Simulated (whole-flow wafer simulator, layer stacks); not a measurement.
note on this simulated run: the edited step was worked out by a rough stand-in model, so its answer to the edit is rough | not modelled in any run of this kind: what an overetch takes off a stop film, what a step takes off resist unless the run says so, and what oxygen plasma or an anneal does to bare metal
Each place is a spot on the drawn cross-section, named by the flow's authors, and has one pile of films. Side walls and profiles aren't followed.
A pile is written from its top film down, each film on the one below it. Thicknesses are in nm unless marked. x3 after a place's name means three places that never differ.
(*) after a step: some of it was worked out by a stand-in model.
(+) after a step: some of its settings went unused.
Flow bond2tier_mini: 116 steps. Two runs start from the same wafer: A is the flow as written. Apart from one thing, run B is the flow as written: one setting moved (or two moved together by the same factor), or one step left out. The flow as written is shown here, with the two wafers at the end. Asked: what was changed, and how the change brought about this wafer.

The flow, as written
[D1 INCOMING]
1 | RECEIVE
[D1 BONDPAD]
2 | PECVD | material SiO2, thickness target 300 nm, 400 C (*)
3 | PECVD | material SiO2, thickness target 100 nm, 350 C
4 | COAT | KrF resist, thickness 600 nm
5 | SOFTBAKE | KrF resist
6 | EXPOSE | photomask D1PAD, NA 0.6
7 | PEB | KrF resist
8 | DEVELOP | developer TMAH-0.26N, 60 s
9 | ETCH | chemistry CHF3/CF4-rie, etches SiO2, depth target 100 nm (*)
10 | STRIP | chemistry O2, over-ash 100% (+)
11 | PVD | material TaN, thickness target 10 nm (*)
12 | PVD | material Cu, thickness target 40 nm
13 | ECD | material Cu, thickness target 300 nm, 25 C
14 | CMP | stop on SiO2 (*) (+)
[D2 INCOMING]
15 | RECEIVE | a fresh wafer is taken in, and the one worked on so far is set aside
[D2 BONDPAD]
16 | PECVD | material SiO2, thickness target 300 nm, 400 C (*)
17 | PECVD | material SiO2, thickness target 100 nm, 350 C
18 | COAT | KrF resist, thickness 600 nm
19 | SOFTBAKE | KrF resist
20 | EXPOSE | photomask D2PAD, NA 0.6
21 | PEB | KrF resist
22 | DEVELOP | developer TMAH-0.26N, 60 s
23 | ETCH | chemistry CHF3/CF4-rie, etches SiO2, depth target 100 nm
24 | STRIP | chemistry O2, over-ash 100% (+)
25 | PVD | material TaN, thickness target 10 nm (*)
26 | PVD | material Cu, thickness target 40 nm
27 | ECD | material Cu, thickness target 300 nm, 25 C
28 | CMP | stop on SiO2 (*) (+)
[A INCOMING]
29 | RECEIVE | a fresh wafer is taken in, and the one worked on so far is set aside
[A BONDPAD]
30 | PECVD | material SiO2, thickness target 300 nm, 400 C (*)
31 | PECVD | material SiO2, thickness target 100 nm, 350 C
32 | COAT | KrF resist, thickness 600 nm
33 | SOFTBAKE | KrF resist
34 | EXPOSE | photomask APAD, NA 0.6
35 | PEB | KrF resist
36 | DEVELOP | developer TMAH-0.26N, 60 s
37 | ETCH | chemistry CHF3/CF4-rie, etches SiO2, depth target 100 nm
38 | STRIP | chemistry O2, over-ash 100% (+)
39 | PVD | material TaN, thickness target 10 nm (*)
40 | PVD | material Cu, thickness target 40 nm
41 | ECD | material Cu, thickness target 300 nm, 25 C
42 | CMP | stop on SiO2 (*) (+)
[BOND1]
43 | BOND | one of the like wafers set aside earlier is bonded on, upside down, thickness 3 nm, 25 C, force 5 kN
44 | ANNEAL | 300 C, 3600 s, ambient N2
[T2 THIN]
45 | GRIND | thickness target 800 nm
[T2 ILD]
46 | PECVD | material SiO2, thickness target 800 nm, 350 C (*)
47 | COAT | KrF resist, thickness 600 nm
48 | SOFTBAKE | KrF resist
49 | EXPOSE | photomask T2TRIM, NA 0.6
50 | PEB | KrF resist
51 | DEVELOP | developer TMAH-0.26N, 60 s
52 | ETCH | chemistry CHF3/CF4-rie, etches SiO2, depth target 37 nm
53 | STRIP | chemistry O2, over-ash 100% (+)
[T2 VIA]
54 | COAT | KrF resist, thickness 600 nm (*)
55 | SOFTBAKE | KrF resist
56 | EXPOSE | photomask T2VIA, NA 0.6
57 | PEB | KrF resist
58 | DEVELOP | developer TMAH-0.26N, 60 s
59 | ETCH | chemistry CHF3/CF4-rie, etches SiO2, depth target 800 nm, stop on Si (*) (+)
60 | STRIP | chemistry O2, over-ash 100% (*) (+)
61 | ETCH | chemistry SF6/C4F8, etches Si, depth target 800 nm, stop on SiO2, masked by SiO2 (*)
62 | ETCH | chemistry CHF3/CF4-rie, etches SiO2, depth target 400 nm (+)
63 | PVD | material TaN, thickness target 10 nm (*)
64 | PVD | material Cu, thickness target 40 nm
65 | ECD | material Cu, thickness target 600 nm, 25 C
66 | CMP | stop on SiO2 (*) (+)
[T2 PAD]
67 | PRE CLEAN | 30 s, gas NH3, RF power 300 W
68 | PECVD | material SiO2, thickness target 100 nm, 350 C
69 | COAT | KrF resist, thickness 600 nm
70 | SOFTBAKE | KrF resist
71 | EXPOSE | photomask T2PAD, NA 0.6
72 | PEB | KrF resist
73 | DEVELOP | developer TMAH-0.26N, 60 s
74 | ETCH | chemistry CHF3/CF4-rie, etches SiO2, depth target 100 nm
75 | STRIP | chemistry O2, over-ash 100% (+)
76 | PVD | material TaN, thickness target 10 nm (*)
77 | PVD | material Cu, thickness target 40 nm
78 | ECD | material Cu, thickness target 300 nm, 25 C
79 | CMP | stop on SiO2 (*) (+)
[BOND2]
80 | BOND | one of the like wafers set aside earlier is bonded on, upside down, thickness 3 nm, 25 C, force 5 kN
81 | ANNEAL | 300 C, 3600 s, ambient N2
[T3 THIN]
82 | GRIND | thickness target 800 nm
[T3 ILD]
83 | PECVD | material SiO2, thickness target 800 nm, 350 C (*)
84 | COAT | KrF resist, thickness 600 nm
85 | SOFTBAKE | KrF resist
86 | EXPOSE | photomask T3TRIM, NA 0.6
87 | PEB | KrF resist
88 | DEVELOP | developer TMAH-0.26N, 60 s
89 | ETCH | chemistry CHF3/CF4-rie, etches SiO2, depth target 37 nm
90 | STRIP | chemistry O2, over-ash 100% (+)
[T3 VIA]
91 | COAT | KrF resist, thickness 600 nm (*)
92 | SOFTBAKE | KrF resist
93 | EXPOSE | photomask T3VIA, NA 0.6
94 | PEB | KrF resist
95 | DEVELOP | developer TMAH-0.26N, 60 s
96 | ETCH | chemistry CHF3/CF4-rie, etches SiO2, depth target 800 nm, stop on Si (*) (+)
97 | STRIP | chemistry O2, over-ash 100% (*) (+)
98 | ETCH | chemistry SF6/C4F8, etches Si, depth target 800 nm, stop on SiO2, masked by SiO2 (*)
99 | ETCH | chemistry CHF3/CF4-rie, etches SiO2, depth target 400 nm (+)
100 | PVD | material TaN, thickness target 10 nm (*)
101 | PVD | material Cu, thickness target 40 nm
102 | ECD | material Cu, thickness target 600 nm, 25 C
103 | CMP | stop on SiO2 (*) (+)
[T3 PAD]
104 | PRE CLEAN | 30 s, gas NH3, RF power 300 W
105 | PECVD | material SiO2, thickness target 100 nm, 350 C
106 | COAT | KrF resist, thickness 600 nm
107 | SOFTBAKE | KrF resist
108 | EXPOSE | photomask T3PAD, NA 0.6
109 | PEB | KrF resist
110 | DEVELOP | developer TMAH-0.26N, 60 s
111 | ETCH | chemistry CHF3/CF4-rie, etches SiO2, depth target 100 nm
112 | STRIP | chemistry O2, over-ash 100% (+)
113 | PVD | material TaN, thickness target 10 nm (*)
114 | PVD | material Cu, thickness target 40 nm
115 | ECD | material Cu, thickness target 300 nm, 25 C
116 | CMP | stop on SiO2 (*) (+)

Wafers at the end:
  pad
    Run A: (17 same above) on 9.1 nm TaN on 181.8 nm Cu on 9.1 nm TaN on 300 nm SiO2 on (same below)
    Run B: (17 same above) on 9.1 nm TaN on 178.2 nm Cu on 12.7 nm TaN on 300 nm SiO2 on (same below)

The reason: step 39, PVD: thickness target 14 nm was run, while the flow as written has thickness target 10 nm.

How this came from the change, step by step:
  39 | PVD | material TaN, thickness target 10 nm (*)
      field: A TaN gains 10 (new film) | B TaN gains 14 (new film)
      pad: A TaN gains 9.1 (new film) | B TaN gains 12.7 (new film)
      (and at 1 other place as well)
  42 | CMP | stop on SiO2 (*) (+)
      field: A Cu loses 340 (all of it), TaN loses 10 (all of it) | B Cu loses 340 (all of it), TaN loses 14 (all of it)
